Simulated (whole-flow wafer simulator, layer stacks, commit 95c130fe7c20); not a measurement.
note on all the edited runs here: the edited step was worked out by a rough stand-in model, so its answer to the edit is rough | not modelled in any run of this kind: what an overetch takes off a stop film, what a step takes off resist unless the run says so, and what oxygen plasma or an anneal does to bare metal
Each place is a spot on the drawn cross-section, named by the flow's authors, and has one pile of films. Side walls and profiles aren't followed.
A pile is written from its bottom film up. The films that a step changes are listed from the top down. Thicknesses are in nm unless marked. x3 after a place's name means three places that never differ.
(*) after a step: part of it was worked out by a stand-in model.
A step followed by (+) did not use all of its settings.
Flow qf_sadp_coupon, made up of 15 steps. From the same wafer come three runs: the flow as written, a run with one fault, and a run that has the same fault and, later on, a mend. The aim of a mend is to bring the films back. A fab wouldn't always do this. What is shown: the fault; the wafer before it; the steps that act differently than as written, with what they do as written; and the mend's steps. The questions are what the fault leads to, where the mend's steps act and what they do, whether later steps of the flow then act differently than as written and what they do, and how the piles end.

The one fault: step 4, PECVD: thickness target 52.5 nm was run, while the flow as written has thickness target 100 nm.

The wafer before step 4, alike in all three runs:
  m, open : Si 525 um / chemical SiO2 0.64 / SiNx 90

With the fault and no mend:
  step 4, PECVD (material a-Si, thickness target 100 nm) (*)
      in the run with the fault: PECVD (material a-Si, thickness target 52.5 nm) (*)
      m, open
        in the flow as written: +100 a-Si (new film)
        in the run with the fault: +52.5 a-Si (new film)
  Steps later in the flow that act otherwise than as written:
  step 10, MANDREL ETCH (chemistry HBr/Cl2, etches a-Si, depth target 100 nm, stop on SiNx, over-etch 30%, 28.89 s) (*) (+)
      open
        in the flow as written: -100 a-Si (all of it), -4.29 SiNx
        in the run with the fault: -52.5 a-Si (all of it), -11.1 SiNx
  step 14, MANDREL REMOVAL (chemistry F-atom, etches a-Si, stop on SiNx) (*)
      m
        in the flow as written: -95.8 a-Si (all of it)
        in the run with the fault: -48.3 a-Si (all of it)
  The piles end different from the flow's at open by more than 2% or 0.5 nm, whichever is larger.
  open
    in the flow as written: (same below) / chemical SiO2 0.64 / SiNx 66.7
    in the run with the fault: (same below) / chemical SiO2 0.64 / SiNx 59.9

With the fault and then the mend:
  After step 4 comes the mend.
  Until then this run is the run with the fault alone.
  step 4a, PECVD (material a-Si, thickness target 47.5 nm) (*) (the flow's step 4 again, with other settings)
      m, open
        +47.5 a-Si
  Every later step of the flow that is run acts as written at every place that is followed.
  At every place that both follow, the piles at the end match the flow's.
